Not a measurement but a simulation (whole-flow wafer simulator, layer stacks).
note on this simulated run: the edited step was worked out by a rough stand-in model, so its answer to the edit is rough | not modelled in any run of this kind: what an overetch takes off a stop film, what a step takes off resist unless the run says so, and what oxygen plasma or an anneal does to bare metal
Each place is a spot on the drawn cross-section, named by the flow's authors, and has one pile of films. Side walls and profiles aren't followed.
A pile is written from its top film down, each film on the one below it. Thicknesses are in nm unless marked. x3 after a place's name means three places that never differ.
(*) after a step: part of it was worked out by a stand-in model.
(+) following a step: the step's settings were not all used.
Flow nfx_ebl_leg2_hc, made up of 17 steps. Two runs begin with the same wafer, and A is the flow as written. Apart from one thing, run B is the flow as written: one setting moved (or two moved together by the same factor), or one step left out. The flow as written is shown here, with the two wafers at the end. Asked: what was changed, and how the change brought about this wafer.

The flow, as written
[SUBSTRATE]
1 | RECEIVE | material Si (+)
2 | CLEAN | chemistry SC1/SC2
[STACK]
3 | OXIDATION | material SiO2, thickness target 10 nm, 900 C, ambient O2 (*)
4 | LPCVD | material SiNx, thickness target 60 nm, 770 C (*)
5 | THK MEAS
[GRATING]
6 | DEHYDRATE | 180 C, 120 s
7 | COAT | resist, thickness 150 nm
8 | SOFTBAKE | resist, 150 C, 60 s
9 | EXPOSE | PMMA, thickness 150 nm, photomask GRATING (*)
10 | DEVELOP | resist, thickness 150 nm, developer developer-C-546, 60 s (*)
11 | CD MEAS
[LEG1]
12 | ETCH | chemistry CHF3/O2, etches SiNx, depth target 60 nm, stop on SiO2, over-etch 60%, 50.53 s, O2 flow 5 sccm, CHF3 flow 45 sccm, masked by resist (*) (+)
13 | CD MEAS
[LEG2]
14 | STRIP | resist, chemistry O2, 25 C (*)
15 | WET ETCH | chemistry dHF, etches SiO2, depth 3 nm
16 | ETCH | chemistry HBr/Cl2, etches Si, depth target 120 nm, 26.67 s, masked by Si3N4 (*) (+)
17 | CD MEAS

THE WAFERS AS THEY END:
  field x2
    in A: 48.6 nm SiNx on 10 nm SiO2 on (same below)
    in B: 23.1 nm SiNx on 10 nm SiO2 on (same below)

Cause: step 4, LPCVD: thickness target 34.5 nm was run, though the flow has thickness target 60 nm.

How this came from the change, step by step:
  4 | LPCVD | material SiNx, thickness target 60 nm, 770 C (*)
      field x2, pad x2: A +60 SiNx (new film) | B +34.5 SiNx (new film)
  12 | ETCH | chemistry CHF3/O2, etches SiNx, depth target 60 nm, stop on SiO2, over-etch 60%, 50.53 s, O2 flow 5 sccm, CHF3 flow 45 sccm, masked by resist (*) (+)
      pad x2: A -60 SiNx (all of it), -10 SiO2 (all of it) | B -34.5 SiNx (all of it), -10 SiO2 (all of it)
